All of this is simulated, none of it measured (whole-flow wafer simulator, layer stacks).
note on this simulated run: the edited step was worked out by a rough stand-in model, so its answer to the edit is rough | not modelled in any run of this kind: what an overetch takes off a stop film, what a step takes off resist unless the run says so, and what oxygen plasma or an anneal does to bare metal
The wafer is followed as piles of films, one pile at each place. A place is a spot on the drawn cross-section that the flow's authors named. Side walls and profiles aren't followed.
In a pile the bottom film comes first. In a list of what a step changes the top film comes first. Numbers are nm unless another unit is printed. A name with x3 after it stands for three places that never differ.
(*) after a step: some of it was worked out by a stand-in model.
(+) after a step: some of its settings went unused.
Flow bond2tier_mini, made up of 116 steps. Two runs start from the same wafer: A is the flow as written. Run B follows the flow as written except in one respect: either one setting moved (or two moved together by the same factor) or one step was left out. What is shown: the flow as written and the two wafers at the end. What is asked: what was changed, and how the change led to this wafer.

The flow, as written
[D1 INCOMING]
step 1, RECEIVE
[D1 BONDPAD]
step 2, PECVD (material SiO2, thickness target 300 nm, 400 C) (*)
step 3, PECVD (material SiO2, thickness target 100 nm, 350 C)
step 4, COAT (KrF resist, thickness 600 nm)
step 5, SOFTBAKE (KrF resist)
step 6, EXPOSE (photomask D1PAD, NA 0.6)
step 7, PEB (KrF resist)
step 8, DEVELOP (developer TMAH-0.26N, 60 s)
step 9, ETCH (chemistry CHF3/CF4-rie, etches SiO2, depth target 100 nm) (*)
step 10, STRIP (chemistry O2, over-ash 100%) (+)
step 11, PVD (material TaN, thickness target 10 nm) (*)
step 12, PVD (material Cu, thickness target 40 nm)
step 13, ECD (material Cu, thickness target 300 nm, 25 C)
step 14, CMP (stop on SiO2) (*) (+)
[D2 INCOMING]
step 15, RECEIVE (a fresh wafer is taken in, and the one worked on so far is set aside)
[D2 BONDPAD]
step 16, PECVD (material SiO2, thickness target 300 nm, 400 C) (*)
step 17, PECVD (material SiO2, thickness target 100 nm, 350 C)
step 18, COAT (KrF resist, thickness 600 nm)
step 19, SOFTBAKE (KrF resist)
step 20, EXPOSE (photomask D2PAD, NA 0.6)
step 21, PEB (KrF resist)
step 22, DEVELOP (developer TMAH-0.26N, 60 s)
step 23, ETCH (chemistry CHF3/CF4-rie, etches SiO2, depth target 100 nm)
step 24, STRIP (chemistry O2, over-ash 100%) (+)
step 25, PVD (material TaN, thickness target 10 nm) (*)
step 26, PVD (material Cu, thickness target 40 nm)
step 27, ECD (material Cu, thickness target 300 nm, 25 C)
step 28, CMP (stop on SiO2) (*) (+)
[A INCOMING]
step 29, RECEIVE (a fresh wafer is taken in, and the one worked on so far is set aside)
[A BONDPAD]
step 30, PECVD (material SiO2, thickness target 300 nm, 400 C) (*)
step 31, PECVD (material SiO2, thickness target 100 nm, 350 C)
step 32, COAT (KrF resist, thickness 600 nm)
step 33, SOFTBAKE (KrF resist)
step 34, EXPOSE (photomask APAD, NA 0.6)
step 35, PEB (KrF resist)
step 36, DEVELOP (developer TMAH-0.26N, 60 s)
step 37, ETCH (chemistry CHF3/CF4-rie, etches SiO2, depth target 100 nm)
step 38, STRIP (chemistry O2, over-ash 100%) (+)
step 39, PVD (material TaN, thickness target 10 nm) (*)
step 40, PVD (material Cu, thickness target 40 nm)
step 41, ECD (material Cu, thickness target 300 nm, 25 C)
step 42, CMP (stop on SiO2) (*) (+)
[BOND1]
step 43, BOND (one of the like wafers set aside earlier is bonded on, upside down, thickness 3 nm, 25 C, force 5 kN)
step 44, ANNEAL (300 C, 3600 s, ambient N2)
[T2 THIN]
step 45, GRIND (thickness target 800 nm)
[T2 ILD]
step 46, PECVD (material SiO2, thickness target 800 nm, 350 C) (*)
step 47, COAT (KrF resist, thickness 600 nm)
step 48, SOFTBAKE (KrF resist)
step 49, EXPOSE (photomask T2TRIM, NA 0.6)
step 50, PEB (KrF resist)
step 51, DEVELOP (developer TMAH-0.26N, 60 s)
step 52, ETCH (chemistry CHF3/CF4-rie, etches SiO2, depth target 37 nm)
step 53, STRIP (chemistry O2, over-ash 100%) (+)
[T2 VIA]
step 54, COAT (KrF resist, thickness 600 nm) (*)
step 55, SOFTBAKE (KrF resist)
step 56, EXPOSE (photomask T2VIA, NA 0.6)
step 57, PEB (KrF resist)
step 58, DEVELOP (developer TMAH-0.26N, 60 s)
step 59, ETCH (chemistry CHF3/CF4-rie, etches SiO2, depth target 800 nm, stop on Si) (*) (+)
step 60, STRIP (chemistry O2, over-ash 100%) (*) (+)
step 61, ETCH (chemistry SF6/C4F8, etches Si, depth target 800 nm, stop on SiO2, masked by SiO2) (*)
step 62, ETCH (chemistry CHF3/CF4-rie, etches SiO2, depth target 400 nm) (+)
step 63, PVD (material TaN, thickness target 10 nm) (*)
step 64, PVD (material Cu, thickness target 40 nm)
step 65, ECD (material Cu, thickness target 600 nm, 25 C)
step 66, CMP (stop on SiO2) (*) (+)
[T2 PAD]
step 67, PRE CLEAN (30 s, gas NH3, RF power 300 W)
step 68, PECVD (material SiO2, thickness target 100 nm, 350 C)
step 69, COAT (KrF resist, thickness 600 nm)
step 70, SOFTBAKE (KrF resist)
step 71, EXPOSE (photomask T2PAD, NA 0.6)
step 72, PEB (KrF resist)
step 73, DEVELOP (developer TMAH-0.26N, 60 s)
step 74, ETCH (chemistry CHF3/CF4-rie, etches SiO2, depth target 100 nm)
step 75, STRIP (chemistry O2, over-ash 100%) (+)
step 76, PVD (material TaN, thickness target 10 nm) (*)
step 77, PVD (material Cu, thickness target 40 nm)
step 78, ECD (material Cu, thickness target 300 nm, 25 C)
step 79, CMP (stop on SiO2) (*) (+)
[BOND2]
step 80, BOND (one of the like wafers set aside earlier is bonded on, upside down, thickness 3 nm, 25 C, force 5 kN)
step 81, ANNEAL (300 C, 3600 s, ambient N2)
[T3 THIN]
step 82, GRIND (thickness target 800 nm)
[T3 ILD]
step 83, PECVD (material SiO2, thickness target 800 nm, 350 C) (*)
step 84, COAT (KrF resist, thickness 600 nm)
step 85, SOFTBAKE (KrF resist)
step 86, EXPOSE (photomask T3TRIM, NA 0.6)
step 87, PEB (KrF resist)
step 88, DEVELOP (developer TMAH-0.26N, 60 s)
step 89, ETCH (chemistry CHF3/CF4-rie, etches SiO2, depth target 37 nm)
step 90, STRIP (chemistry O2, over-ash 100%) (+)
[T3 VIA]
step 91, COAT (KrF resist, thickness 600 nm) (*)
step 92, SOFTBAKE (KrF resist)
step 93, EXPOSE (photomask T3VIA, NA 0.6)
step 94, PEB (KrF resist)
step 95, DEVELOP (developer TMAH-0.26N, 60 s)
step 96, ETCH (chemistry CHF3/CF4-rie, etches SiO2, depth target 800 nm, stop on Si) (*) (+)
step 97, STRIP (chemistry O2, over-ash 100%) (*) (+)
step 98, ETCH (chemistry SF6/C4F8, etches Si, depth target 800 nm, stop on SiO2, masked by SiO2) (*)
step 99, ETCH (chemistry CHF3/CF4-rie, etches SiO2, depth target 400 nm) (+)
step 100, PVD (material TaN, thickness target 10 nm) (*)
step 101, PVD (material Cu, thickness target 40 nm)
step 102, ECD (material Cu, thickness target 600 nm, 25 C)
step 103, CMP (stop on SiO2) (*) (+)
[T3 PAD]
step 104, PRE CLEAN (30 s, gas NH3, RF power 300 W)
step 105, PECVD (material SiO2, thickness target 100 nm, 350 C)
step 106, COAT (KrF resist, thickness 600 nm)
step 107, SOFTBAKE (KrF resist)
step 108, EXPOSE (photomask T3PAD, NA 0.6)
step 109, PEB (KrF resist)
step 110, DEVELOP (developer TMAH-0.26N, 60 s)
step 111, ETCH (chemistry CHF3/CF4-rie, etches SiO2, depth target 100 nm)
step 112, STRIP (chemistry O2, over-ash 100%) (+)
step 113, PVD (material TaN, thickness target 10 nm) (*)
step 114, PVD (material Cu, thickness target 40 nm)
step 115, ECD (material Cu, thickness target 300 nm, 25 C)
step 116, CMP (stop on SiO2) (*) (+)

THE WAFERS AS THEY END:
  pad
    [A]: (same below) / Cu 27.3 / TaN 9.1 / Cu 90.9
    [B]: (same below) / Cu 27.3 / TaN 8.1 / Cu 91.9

What caused this: step 113, PVD: thickness target 8.9 nm was run, though the flow has thickness target 10 nm.

How this came from the change, step by step:
  step 113, PVD (material TaN, thickness target 10 nm) (*)
      field: A +10 TaN (new film) | B +8.9 TaN (new film)
      pad: A +9.1 TaN (new film) | B +8.1 TaN (new film)
  step 116, CMP (stop on SiO2) (*) (+)
      field: A -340 Cu (all of it), -10 TaN (all of it) | B -340 Cu (all of it), -8.9 TaN (all of it)
